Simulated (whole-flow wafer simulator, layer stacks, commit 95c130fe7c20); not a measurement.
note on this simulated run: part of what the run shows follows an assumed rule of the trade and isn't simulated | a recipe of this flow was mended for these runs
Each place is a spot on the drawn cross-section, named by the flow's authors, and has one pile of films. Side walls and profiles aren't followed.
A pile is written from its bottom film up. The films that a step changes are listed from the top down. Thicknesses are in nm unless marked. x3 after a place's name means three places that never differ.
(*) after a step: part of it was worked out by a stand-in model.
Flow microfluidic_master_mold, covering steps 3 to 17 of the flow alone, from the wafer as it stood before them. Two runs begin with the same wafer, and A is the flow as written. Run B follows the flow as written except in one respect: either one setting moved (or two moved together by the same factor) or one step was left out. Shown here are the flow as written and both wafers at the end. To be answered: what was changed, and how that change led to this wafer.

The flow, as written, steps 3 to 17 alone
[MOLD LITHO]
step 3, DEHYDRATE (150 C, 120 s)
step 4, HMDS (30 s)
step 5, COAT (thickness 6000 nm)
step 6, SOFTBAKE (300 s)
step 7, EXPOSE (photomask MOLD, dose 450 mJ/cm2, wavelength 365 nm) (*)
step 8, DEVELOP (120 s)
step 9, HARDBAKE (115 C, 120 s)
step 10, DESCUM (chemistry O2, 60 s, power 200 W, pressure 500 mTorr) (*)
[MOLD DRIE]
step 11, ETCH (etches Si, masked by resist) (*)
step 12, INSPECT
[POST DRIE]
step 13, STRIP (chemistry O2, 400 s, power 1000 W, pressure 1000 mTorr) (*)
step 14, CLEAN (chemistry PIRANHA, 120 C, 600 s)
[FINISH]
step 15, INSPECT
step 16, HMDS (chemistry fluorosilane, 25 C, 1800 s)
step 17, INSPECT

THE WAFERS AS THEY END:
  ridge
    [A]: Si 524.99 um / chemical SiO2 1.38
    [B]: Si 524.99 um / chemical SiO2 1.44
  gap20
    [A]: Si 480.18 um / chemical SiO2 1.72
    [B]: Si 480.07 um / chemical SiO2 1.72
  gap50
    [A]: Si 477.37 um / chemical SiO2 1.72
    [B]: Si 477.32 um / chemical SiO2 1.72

The reason: step 5, COAT: thickness 5241 nm was run, while the flow as written has thickness 6000 nm; step 8, DEVELOP: 104 s was run, where the flow has 120 s.

How this came from the change, step by step:
  step 5, COAT (thickness 6000 nm)
      ridge, gap20, gap50, gap200 x2: A +6000 thick-i-line-resist (new film) | B +5241 thick-i-line-resist (new film)
  step 8, DEVELOP (120 s)
      gap20, gap50, gap200 x2: A -6000 thick-i-line-resist (all of it) | B -5241 thick-i-line-resist (all of it)
      ridge: A -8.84 thick-i-line-resist | B -7.59 thick-i-line-resist
  step 9, HARDBAKE (115 C, 120 s)
      ridge: A -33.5 thick-i-line-resist | B -27.6 thick-i-line-resist
  step 11, ETCH (etches Si, masked by resist) (*)
      gap20: A -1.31 chemical SiO2 (all of it), -44.81 um Si | B -1.31 chemical SiO2 (all of it), -44.93 um Si
      gap50: A -1.31 chemical SiO2 (all of it), -47.62 um Si | B -1.31 chemical SiO2 (all of it), -47.68 um Si
  step 13, STRIP (chemistry O2, 400 s, power 1000 W, pressure 1000 mTorr) (*)
      ridge: A -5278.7 thick-i-line-resist (all of it), +0.78 chemical SiO2, -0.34 Si | B -4526.9 thick-i-line-resist (all of it), +0.84 chemical SiO2, -0.37 Si
